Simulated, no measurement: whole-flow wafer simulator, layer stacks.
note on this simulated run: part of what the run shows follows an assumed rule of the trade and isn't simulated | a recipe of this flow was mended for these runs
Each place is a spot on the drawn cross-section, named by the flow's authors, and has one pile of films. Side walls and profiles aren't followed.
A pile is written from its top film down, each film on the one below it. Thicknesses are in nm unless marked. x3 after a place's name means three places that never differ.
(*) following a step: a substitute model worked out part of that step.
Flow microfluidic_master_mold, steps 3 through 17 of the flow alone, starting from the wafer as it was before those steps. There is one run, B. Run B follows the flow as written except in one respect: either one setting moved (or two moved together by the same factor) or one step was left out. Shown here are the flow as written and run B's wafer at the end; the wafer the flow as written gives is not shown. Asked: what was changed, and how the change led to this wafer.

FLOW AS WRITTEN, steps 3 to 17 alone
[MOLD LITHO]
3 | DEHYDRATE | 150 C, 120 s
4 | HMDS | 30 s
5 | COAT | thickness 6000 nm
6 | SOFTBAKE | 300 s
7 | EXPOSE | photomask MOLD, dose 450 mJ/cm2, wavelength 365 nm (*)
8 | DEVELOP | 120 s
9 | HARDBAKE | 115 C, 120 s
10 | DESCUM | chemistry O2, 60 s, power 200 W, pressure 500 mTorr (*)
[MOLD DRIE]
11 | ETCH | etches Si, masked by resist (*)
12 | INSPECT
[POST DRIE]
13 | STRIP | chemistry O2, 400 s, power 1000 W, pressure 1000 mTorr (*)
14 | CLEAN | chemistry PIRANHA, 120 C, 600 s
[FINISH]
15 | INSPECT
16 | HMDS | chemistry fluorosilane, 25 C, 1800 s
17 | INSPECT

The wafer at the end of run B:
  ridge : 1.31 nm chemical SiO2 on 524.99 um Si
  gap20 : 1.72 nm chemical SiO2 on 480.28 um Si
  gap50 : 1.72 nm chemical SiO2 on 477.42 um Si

Cause: step 5, COAT: thickness 6664 nm was run, whereas the flow has thickness 6000 nm.

How this came from the change, step by step:
  5 | COAT | thickness 6000 nm
      ridge, gap20, gap50, gap200 x2: +6664 thick-i-line-resist (new film) (as written it would have been: +6000 thick-i-line-resist (new film))
  8 | DEVELOP | 120 s
      gap20, gap50, gap200 x2: -6664 thick-i-line-resist (all of it) (as written it would have been: -6000 thick-i-line-resist (all of it))
  9 | HARDBAKE | 115 C, 120 s
      ridge: -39 thick-i-line-resist (as written it would have been: -33.5 thick-i-line-resist)
  11 | ETCH | etches Si, masked by resist (*)
      gap20: -1.31 chemical SiO2 (all of it), -44.72 um Si (as written it would have been: -1.31 chemical SiO2 (all of it), -44.81 um Si)
      gap50: -1.31 chemical SiO2 (all of it), -47.58 um Si (as written it would have been: -1.31 chemical SiO2 (all of it), -47.62 um Si)
  13 | STRIP | chemistry O2, 400 s, power 1000 W, pressure 1000 mTorr (*)
      ridge: -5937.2 thick-i-line-resist (all of it), +0.71 chemical SiO2, -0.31 Si (as written it would have been: -5278.7 thick-i-line-resist (all of it), +0.78 chemical SiO2, -0.34 Si)
